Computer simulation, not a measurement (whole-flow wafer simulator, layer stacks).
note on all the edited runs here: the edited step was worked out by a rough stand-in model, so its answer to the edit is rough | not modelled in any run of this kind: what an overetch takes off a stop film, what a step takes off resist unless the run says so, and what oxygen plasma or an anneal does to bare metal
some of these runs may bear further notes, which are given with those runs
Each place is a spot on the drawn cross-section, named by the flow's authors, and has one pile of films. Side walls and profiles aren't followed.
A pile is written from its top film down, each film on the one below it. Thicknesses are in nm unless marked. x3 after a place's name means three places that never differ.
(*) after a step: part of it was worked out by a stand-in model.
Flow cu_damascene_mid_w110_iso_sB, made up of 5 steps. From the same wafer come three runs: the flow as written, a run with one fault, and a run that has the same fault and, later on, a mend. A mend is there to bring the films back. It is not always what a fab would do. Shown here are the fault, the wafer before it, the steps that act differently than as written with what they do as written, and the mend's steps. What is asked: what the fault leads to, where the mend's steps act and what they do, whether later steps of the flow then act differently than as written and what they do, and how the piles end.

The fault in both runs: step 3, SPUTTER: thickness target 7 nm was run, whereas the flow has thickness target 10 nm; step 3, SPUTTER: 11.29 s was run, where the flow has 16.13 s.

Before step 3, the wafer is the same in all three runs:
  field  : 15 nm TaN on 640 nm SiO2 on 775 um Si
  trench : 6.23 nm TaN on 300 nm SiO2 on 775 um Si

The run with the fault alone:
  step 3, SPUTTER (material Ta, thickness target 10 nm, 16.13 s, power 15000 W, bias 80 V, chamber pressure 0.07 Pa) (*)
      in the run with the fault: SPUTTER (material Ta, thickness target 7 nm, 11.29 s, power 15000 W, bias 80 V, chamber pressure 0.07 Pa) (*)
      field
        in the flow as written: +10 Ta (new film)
        in the run with the fault: +7 Ta (new film)
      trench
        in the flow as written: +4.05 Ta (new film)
        in the run with the fault: +2.83 Ta (new film)
  Every later step of the flow that is run acts as written, at every place that is followed, to within 2% or 0.5 nm, whichever is larger.
  The piles end different from the flow's at field, trench by more than 2% or 0.5 nm, whichever is larger.
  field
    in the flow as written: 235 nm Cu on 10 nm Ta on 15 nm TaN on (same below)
    in the run with the fault: 235 nm Cu on 7 nm Ta on 15 nm TaN on (same below)
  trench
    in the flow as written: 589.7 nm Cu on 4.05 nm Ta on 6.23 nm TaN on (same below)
    in the run with the fault: 587.9 nm Cu on 2.83 nm Ta on 6.23 nm TaN on (same below)

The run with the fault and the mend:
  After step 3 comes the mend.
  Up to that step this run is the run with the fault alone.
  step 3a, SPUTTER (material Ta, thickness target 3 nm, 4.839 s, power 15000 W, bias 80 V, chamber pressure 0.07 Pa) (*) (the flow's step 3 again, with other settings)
      field
        +3 Ta
      trench
        +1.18 Ta
  Every later step of the flow that is run acts as written at every place that is followed.
  The piles end only slightly different from the flow's at the places that both follow, by no more than 2% or 0.5 nm, whichever is larger.
